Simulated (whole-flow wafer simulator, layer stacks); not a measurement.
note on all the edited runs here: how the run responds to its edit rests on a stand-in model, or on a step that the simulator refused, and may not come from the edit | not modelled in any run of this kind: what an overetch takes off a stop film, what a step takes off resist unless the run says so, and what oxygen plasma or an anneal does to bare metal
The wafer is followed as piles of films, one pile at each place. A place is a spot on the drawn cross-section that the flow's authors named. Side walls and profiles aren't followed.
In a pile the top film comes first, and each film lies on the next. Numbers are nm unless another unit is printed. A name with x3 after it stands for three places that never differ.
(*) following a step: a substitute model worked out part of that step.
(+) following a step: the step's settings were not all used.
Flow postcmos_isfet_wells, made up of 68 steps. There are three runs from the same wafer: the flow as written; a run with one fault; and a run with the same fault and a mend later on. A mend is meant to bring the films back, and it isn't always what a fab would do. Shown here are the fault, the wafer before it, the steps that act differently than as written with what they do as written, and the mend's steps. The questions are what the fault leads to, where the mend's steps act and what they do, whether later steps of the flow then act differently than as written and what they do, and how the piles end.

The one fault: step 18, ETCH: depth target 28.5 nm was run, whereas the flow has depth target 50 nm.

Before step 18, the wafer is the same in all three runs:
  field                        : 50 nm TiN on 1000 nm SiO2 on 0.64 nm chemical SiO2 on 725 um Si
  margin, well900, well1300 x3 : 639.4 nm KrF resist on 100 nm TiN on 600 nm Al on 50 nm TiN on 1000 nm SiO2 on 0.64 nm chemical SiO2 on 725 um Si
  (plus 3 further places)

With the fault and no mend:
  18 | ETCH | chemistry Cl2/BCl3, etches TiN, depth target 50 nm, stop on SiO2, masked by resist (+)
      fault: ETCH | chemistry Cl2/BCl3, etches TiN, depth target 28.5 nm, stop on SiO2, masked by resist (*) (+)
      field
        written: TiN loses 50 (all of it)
        fault: TiN loses 28.5
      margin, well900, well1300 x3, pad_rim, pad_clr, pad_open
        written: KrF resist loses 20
        fault: KrF resist loses 11.4
  Steps further on in the flow that do not act as written (not shown: 2 more steps that differ only slightly, by at most 2% or 0.5 nm, whichever is larger):
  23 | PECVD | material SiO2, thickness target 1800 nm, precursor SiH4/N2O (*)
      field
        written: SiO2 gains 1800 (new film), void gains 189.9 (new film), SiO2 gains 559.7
        fault: SiO2 gains 1800 (new film), void gains 174.1 (new film), SiO2 gains 554.4 (new film)
  By the end, the piles at field depart from the flow's by more than 2% or 0.5 nm, whichever is larger.
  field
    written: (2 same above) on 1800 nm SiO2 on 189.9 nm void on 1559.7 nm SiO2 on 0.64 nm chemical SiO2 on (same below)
    fault: (2 same above) on 1800 nm SiO2 on 174.1 nm void on 554.4 nm SiO2 on 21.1 nm TiN on 1000 nm SiO2 on 0.64 nm chemical SiO2 on (same below)

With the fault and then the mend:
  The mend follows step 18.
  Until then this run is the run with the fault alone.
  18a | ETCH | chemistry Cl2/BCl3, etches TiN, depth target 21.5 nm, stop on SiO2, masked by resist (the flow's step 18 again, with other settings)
      margin, well900, well1300 x3, pad_rim, pad_clr, pad_open
        KrF resist loses 8.6
      field
        TiN loses 21.5 (all of it)
  Every later step of the flow that is run acts as written at every place that is followed.
  The piles end the same as the flow's at every place that both follow.
